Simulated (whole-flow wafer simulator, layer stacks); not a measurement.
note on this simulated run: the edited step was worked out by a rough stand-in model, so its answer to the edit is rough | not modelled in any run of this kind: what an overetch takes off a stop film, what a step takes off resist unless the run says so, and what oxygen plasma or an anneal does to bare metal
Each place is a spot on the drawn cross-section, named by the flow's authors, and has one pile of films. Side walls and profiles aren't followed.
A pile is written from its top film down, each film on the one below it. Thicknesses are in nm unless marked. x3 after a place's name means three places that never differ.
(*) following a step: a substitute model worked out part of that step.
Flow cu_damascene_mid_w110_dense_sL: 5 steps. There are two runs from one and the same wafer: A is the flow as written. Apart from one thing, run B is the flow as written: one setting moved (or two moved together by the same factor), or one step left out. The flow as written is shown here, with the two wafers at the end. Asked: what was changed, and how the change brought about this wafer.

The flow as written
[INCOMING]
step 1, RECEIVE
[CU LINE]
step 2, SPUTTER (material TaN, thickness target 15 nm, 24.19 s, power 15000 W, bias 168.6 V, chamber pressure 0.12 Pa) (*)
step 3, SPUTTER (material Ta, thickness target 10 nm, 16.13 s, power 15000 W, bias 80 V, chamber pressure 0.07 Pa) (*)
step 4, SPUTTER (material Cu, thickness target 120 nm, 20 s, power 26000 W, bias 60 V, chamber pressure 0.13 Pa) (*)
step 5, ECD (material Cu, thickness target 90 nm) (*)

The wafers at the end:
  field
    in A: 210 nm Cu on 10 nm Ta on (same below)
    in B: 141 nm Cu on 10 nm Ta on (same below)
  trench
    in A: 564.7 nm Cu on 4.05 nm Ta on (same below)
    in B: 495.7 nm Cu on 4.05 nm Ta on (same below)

The reason: step 4, SPUTTER: thickness target 51 nm was run, while the flow as written has thickness target 120 nm; step 4, SPUTTER: 8.5 s was run, where the flow has 20 s.

How this came from the change, step by step:
  step 4, SPUTTER (material Cu, thickness target 120 nm, 20 s, power 26000 W, bias 60 V, chamber pressure 0.13 Pa) (*)
      field: A Cu gains 120 (new film) | B Cu gains 51 (new film)
      trench: A Cu gains 49.9 (new film) | B Cu gains 21.2 (new film)
  step 5, ECD (material Cu, thickness target 90 nm) (*)
      trench: A Cu gains 514.8 | B Cu gains 474.5
